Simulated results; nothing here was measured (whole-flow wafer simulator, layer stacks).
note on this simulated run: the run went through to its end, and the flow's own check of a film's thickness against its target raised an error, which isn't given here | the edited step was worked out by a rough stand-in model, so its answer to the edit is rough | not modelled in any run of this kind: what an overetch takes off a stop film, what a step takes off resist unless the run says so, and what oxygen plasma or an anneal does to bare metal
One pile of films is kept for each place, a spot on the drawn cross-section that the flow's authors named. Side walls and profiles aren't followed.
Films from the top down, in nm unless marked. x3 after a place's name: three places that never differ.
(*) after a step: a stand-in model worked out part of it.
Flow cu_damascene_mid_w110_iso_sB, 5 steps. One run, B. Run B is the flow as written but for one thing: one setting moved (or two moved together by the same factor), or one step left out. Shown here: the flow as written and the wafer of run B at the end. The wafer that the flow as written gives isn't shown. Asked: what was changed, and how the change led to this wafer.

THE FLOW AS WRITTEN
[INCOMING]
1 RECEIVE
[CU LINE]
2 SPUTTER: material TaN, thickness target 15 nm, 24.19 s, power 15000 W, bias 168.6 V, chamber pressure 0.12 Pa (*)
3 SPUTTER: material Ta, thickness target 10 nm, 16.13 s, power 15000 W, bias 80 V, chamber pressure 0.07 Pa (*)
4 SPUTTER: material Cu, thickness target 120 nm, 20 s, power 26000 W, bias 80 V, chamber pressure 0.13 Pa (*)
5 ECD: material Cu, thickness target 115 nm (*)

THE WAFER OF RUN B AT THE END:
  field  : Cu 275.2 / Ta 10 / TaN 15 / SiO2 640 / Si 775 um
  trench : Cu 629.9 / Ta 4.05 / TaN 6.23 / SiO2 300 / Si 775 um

The cause: step 5, ECD: thickness target 155.2 nm was run, where the flow has thickness target 115 nm.

How the change led to this, step by step:
  5 ECD: material Cu, thickness target 115 nm (*)
      field: Cu +155.2 (as written it would be: Cu +115)
      trench: Cu +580 (as written it would be: Cu +539.8)
